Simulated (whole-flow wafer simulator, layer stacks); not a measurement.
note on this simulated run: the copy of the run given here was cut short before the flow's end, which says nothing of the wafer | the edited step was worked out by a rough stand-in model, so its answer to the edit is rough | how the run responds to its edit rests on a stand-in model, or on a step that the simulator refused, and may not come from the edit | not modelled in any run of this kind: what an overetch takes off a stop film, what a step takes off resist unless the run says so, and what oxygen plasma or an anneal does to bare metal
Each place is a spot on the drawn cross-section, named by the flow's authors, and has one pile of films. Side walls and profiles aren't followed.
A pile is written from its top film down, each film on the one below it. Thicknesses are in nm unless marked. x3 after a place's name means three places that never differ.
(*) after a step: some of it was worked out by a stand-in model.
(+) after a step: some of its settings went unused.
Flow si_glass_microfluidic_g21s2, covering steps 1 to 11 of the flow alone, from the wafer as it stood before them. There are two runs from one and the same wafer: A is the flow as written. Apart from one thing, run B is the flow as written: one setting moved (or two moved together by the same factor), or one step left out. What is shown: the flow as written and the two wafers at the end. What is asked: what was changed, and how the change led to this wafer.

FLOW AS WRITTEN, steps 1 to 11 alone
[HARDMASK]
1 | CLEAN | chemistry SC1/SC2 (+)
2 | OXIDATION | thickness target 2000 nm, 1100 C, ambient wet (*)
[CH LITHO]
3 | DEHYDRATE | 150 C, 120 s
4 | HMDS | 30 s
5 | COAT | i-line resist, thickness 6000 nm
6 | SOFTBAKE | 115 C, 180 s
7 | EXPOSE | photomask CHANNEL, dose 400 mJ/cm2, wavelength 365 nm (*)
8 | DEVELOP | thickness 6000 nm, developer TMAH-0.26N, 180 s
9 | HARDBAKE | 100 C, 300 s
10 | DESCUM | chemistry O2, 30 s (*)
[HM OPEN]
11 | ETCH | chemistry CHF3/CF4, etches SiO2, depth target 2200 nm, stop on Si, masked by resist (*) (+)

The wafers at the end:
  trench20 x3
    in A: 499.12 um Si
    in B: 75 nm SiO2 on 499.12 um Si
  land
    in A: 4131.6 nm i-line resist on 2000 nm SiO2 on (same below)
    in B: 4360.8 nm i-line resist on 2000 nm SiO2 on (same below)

Cause: step 11, ETCH: depth target 1925 nm was run, whereas the flow has depth target 2200 nm.

The path from the change to this, step by step:
  11 | ETCH | chemistry CHF3/CF4, etches SiO2, depth target 2200 nm, stop on Si, masked by resist (*) (+)
      trench20 x3: A SiO2 loses 2000 (all of it) | B SiO2 loses 1925
      land: A i-line resist loses 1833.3 | B i-line resist loses 1604.2
